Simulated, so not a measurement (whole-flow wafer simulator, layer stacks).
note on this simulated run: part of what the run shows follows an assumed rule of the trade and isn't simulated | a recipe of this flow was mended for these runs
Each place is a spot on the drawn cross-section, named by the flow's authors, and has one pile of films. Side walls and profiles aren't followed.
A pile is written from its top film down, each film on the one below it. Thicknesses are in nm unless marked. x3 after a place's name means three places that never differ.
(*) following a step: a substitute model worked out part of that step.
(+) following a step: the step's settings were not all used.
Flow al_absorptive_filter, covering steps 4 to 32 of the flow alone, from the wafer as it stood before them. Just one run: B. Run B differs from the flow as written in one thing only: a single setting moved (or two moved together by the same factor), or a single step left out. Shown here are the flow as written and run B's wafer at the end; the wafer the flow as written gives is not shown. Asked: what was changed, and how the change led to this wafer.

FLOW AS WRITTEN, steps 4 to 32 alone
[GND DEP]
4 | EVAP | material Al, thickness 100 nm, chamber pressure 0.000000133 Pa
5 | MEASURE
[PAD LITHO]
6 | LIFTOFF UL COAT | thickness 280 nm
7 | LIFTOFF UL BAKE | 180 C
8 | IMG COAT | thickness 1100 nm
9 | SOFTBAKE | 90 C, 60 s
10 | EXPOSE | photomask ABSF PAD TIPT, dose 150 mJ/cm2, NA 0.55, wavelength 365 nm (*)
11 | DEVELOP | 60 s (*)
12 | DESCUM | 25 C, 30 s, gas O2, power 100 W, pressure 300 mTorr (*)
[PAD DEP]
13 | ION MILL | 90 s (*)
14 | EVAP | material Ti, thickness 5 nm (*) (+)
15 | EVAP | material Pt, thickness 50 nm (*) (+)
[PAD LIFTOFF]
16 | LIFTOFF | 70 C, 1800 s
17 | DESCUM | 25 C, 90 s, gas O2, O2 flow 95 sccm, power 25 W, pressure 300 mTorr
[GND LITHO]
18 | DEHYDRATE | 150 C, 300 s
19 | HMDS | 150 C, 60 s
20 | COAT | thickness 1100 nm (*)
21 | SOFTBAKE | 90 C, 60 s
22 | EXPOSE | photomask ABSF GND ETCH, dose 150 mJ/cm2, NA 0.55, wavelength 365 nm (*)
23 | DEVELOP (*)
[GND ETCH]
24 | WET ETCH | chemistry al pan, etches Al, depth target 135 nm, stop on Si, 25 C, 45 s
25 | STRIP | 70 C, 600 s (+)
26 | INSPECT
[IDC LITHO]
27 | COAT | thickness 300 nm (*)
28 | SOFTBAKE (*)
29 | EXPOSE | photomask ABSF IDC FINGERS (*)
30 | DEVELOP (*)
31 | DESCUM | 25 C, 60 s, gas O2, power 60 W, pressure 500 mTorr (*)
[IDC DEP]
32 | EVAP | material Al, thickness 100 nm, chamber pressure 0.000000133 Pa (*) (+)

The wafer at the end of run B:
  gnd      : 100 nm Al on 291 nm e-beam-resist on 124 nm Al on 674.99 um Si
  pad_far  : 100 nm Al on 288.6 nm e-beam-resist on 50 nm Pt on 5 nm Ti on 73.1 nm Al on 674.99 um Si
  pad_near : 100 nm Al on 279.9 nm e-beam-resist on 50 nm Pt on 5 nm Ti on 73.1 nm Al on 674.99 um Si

The reason: step 4, EVAP: thickness 124 nm was run, though the flow has thickness 100 nm; step 13, ION MILL: 112 s was run, where the flow has 90 s.
One can read it off the wafer: gnd has Al 124, and step 4 as written asks for 100 nm.

Step by step, how the change led to this:
  4 | EVAP | material Al, thickness 100 nm, chamber pressure 0.000000133 Pa
      gnd, pad_far, pad_near and 11 more: Al gains 124 (new film) (as written it would have been: Al gains 100 (new film))
  13 | ION MILL | 90 s (*)
      gnd, ledge, res, xa_field x4, xl_gap, xl_turn, idc_field x2, idc_line: i-line-resist loses 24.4 (as written it would have been: i-line-resist loses 19.6)
      pad_far, pad_near: Al loses 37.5 (as written it would have been: Al loses 30.2)
  24 | WET ETCH | chemistry al pan, etches Al, depth target 135 nm, stop on Si, 25 C, 45 s
      res, xl_gap, idc_field x2, idc_line: Al loses 110.7 (all of it) (as written it would have been: Al loses 86.7 (all of it))
  27 | COAT | thickness 300 nm (*)
      ledge: e-beam-resist gains 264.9 (new film) (as written it would have been: e-beam-resist gains 274.4 (new film))
      res: e-beam-resist gains 360 (new film) (as written it would have been: e-beam-resist gains 349.6 (new film))
      (as well as at 1 more place)
